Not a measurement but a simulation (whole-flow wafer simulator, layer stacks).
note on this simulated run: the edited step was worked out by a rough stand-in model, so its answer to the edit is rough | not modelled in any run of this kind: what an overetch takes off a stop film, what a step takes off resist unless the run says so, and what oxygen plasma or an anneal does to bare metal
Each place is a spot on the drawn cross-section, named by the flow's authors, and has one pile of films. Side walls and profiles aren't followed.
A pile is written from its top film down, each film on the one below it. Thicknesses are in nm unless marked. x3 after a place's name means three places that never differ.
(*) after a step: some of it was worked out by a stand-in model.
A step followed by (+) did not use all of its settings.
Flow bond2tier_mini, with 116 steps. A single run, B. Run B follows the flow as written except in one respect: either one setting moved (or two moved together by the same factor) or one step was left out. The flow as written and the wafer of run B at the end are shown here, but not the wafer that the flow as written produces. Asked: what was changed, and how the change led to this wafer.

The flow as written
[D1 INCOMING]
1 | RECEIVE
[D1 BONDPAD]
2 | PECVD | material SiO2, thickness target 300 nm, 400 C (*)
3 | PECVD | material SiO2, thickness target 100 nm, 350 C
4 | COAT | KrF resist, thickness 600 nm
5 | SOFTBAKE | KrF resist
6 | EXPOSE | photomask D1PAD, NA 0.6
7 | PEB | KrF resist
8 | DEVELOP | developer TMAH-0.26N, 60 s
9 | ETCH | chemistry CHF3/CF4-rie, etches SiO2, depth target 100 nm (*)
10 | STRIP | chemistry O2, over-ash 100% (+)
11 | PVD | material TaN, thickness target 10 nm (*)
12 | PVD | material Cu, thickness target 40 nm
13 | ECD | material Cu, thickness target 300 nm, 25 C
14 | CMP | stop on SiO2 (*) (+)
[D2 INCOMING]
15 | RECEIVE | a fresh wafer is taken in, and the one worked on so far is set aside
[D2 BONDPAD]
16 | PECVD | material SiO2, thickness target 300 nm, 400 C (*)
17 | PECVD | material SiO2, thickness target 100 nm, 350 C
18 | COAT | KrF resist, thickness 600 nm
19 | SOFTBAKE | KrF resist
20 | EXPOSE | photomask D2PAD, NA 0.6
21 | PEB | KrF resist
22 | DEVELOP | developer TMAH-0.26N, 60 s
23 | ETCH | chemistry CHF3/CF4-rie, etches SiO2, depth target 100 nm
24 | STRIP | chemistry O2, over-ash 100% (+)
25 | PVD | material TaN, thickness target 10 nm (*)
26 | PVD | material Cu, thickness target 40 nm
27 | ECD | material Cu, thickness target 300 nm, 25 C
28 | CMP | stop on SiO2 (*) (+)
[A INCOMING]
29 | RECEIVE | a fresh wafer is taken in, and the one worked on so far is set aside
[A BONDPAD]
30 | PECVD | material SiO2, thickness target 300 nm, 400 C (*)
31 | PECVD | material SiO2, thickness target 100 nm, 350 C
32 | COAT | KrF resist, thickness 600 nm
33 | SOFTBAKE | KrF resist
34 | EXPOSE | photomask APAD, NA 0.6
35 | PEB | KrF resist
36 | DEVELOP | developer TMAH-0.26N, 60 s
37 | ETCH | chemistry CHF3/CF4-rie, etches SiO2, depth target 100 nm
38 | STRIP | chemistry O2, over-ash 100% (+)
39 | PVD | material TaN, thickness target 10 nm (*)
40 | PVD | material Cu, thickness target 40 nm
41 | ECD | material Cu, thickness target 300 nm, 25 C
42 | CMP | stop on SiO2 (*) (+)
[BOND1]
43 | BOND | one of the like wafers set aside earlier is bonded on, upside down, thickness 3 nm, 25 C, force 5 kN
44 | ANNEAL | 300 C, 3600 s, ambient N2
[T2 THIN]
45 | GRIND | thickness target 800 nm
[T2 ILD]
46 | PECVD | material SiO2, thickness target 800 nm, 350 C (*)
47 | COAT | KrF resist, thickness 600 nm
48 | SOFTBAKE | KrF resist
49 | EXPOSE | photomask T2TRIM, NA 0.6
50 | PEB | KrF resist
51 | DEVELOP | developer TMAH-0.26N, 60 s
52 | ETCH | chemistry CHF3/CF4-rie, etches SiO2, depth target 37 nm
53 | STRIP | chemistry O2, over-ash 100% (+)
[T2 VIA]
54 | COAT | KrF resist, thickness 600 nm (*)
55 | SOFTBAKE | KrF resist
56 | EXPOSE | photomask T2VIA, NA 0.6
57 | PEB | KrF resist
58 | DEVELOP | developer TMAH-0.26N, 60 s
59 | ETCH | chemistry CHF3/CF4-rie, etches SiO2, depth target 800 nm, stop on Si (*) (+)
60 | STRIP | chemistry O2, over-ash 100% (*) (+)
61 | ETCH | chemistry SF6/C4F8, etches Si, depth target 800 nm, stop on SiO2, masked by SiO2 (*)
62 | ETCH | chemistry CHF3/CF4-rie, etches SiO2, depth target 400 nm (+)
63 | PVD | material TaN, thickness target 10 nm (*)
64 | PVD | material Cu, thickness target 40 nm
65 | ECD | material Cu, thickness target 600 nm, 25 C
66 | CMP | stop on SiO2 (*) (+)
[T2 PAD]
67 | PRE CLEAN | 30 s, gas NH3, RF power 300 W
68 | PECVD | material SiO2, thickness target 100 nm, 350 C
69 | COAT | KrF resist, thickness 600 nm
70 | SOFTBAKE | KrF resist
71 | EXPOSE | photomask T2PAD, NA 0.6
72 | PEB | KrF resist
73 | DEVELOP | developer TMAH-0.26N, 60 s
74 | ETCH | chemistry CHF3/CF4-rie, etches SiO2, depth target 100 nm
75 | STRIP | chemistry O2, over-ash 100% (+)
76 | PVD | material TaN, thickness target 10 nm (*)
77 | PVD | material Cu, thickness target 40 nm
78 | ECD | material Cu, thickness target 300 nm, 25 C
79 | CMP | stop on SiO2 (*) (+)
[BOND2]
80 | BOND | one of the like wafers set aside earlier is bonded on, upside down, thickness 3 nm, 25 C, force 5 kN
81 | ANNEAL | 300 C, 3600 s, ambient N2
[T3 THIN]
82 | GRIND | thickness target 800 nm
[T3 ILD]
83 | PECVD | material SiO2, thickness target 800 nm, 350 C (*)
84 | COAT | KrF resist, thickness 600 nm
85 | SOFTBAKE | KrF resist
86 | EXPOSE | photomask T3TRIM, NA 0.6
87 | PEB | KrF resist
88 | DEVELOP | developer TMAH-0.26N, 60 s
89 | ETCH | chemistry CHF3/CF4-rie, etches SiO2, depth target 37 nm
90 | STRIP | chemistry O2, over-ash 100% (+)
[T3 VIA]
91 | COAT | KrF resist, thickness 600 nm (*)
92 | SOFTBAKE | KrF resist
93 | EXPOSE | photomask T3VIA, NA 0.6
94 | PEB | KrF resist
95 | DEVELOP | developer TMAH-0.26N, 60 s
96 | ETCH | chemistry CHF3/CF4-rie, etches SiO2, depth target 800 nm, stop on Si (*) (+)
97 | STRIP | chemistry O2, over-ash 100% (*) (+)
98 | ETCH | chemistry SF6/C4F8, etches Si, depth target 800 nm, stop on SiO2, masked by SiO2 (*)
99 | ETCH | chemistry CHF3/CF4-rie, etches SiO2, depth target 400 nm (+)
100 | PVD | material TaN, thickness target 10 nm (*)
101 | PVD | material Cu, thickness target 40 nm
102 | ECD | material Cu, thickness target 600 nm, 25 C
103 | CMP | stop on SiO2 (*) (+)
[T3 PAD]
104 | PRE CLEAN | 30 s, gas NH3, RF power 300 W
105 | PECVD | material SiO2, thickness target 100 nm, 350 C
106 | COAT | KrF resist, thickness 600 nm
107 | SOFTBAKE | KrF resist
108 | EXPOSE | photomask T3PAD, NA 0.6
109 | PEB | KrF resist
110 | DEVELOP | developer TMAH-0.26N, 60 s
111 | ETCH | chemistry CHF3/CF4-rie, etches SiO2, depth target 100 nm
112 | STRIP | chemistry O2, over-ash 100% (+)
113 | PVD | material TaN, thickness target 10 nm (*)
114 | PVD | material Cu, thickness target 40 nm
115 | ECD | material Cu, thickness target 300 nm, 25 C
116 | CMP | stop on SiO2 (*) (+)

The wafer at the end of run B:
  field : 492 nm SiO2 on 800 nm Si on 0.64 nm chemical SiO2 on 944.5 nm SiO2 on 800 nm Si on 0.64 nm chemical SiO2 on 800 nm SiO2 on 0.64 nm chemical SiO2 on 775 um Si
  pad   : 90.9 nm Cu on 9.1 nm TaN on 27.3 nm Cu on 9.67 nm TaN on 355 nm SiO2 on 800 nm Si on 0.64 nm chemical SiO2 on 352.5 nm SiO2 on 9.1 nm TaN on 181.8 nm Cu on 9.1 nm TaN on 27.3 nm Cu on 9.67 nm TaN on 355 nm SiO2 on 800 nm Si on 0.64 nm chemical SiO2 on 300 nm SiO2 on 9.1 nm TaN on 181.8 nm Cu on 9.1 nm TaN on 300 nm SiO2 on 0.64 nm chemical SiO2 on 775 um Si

Cause: step 16, PECVD: thickness target 352.5 nm was run, while the flow as written has thickness target 300 nm.
One can read it off the wafer: pad has SiO2 352.5, and step 16 as written asks for 300 nm.

Step by step, how the change led to this:
  16 | PECVD | material SiO2, thickness target 300 nm, 400 C (*)
      field, pad, via: +352.5 SiO2 (new film) (as written it would have been: +300 SiO2 (new film))
  80 | BOND | one of the like wafers set aside earlier is bonded on, upside down, thickness 3 nm, 25 C, force 5 kN
      field: +775 um Si (new film), +0.64 chemical SiO2 (new film), +452.5 SiO2 (as written it would have been: +775 um Si (new film), +0.64 chemical SiO2 (new film), +400 SiO2)
      pad: +775 um Si (new film), +0.64 chemical SiO2 (new film), +352.5 SiO2 (new film), +9.1 TaN (new film), +90.9 Cu (as written it would have been: +775 um Si (new film), +0.64 chemical SiO2 (new film), +300 SiO2 (new film), +9.1 TaN (new film), +90.9 Cu)
